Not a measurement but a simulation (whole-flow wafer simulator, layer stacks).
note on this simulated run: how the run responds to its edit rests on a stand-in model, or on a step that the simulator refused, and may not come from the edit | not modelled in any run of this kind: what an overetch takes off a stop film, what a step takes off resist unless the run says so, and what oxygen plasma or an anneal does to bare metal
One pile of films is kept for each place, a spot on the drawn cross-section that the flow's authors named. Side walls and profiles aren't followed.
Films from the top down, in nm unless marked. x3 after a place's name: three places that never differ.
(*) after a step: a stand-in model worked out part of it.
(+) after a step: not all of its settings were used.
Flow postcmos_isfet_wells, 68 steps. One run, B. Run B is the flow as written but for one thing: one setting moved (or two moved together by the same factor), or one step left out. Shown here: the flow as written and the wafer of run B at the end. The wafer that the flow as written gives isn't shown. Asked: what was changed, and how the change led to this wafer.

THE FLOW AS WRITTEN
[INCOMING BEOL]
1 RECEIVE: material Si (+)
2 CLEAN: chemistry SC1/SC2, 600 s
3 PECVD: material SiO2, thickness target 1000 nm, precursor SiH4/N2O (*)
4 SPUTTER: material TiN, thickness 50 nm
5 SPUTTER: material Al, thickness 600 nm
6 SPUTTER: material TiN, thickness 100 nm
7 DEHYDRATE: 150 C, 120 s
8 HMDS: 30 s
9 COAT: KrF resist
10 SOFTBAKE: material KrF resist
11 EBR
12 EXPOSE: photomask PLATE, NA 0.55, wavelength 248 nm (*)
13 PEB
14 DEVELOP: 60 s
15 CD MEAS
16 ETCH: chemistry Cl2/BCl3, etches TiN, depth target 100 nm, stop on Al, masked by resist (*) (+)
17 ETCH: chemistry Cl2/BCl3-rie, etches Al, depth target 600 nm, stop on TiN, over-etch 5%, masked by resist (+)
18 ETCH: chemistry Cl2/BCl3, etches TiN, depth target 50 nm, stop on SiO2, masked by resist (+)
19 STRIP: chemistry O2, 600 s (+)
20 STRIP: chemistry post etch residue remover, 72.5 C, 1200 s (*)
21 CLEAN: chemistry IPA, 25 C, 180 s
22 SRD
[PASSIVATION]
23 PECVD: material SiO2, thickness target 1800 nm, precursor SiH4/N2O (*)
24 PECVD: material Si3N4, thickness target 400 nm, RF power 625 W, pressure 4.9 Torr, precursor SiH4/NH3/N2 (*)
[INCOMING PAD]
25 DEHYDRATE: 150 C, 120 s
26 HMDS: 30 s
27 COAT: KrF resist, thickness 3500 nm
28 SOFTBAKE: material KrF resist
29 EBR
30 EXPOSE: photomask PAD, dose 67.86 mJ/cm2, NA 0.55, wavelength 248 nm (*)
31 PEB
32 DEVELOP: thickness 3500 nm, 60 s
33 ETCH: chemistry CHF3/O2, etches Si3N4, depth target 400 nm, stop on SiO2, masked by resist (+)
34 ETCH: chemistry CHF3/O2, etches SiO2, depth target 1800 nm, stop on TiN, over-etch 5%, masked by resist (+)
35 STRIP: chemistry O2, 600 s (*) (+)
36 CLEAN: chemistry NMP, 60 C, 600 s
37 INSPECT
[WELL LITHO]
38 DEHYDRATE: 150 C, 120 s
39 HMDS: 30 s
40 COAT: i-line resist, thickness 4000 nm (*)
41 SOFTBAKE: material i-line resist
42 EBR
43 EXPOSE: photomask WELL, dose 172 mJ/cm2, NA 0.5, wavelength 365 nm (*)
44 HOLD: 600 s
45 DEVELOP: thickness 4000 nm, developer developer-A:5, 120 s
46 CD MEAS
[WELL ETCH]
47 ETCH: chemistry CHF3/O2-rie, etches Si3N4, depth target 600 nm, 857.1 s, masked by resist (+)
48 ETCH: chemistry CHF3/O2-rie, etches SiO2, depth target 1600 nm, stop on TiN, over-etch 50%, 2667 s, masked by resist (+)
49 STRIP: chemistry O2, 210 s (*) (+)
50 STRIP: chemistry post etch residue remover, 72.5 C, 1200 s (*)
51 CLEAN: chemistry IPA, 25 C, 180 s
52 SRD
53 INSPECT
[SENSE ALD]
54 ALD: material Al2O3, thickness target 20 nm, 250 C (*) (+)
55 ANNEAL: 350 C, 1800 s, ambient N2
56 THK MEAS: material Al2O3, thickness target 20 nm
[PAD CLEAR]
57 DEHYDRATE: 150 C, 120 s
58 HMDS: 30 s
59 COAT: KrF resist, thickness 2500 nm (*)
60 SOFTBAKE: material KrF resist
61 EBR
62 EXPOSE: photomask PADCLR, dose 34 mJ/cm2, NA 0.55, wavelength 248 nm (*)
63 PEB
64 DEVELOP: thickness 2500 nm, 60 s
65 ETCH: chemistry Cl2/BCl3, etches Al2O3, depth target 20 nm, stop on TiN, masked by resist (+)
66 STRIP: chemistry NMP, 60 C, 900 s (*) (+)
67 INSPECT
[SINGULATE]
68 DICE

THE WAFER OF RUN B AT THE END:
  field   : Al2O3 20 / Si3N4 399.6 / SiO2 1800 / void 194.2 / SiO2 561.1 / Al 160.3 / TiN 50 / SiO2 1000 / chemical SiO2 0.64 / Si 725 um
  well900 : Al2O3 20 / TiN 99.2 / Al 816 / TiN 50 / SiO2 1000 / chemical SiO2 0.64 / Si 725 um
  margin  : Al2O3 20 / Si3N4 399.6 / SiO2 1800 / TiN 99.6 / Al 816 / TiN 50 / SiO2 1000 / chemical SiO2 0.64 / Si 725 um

The cause: step 5, SPUTTER: thickness 816 nm was run, where the flow has thickness 600 nm.
It can be read off the wafer: well900 has Al 816, and step 5 as written asks for 600 nm.

How the change led to this, step by step:
  5 SPUTTER: material Al, thickness 600 nm
      field, margin, well900, well1300 x3, pad_rim, pad_clr, pad_open: Al +816 (new film) (as written it would be: Al +600 (new film))
  17 ETCH: chemistry Cl2/BCl3-rie, etches Al, depth target 600 nm, stop on TiN, over-etch 5%, masked by resist (+)
      field: Al -600 (as written it would be: Al -600 (all of it))
  18 ETCH: chemistry Cl2/BCl3, etches TiN, depth target 50 nm, stop on SiO2, masked by resist (+)
      field: Al -50 (as written it would be: TiN -50 (all of it))
  20 STRIP: chemistry post etch residue remover, 72.5 C, 1200 s (*)
      field: Al -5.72 (as written it would be: nothing)
  23 PECVD: material SiO2, thickness target 1800 nm, precursor SiH4/N2O (*)
      field: SiO2 +1800 (new film), void +194.2 (new film), SiO2 +561.1 (new film) (as written it would be: SiO2 +1800 (new film), void +189.9 (new film), SiO2 +559.7)
Counting metal films that touch as one body, field has 1 body; the flow as written gives 0 bodies.
